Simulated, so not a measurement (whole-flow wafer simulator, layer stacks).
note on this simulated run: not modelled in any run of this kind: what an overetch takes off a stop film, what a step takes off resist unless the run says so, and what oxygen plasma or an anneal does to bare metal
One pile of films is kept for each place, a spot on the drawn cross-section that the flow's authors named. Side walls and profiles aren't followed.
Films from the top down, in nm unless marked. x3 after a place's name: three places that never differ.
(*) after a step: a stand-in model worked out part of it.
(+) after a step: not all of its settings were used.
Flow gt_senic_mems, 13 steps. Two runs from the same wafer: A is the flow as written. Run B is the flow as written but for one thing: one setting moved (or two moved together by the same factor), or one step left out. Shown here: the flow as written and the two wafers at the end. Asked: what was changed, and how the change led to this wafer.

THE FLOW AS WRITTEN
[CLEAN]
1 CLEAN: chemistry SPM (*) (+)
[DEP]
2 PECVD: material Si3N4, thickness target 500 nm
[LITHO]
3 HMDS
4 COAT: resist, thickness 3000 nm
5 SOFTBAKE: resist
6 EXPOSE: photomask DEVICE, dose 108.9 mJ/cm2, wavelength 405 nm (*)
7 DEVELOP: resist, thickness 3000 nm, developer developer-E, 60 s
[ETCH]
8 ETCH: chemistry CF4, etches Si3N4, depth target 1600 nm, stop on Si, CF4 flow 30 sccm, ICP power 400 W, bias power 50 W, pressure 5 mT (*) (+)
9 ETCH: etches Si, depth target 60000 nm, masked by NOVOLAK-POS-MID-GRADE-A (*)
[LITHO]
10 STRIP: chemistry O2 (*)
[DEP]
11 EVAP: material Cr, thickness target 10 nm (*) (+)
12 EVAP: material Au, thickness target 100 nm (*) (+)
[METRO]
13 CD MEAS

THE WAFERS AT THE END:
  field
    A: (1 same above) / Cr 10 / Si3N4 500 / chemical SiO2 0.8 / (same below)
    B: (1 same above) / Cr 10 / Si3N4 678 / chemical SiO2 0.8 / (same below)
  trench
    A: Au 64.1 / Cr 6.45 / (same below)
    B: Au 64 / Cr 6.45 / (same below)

The cause: step 2, PECVD: thickness target 678 nm was run, where the flow has thickness target 500 nm.
It can be read off the wafer: field has Si3N4 678, and step 2 as written asks for 500 nm.

How the change led to this, step by step:
  2 PECVD: material Si3N4, thickness target 500 nm
      field, trench: A Si3N4 +500 (new film) | B Si3N4 +678 (new film)
  8 ETCH: chemistry CF4, etches Si3N4, depth target 1600 nm, stop on Si, CF4 flow 30 sccm, ICP power 400 W, bias power 50 W, pressure 5 mT (*) (+)
      field: A resist -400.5 | B resist -519.2
      trench: A Si3N4 -500 (all of it), chemical SiO2 -0.8 (all of it) | B Si3N4 -678 (all of it), chemical SiO2 -0.8 (all of it)
  10 STRIP: chemistry O2 (*)
      field: A resist -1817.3 (all of it) | B resist -1698.6 (all of it)
